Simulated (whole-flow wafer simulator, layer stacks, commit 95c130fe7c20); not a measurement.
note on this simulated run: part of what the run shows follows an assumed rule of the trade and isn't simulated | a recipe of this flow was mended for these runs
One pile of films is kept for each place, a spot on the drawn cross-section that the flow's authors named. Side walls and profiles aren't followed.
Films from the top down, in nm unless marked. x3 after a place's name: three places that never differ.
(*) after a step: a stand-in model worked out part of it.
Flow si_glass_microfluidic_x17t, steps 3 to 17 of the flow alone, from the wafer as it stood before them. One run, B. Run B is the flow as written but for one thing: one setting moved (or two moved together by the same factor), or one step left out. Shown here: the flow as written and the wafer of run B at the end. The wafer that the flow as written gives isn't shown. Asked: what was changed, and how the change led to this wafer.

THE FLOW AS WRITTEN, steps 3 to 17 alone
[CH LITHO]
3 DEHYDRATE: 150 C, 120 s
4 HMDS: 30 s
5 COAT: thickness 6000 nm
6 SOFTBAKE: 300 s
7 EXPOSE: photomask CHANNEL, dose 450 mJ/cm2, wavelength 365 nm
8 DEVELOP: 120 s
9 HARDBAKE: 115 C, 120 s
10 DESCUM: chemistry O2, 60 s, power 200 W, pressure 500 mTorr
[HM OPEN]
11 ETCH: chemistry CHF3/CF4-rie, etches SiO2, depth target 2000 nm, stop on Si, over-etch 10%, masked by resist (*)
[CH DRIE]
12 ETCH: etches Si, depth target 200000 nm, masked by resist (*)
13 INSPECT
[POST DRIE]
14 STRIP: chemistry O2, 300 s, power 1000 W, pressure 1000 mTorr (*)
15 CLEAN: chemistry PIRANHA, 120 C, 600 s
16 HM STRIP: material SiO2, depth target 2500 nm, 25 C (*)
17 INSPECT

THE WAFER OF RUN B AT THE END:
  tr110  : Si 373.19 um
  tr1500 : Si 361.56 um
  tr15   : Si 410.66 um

The cause: step 5, COAT: thickness 4560 nm was run, where the flow has thickness 6000 nm; step 11, ETCH: depth target 1520 nm was run, where the flow has depth target 2000 nm.

How the change led to this, step by step:
  5 COAT: thickness 6000 nm
      land, tr110, tr1500, tr15: thick-i-line-resist +4560 (new film) (as written it would be: thick-i-line-resist +6000 (new film))
  8 DEVELOP: 120 s
      tr110, tr1500, tr15: thick-i-line-resist -4560 (all of it) (as written it would be: thick-i-line-resist -6000 (all of it))
  9 HARDBAKE: 115 C, 120 s
      land: thick-i-line-resist -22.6 (as written it would be: thick-i-line-resist -33.5)
  11 ETCH: chemistry CHF3/CF4-rie, etches SiO2, depth target 2000 nm, stop on Si, over-etch 10%, masked by resist (*)
      tr110, tr1500, tr15: SiO2 -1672 (as written it would be: SiO2 -2000 (all of it), Si -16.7)
      land: thick-i-line-resist -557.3 (as written it would be: thick-i-line-resist -733.3)
  12 ETCH: etches Si, depth target 200000 nm, masked by resist (*)
      tr110: SiO2 -328 (all of it), Si -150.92 um (as written it would be: Si -200.12 um)
      tr1500: SiO2 -328 (all of it), Si -162.56 um (as written it would be: Si -215.73 um)
      (and at 1 more place)
  14 STRIP: chemistry O2, 300 s, power 1000 W, pressure 1000 mTorr (*)
      land: thick-i-line-resist -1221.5 (all of it) (as written it would be: thick-i-line-resist -2472.3 (all of it))
